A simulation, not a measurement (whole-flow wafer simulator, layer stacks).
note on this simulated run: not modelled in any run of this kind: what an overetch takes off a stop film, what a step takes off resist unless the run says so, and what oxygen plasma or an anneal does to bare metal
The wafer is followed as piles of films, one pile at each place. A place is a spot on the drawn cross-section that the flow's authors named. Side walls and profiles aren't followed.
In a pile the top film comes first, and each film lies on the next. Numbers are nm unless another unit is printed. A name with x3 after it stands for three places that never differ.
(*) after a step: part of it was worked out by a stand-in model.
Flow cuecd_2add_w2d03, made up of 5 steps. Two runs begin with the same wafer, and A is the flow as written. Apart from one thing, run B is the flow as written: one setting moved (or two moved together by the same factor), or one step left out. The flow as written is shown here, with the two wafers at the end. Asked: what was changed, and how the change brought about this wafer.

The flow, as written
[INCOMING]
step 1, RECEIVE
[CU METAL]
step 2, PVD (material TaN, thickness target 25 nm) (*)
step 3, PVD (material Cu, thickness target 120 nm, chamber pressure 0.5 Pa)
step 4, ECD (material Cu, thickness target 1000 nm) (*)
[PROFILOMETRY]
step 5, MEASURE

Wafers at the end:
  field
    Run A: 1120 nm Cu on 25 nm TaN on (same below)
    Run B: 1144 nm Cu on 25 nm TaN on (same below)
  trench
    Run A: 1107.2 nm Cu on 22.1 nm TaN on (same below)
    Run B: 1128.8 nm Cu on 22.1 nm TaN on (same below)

What caused this: step 3, PVD: thickness target 144 nm was run, whereas the flow has thickness target 120 nm.

The path from the change to this, step by step:
  step 3, PVD (material Cu, thickness target 120 nm, chamber pressure 0.5 Pa)
      field: A Cu gains 120 (new film) | B Cu gains 144 (new film)
      trench: A Cu gains 107.2 (new film) | B Cu gains 128.8 (new film)
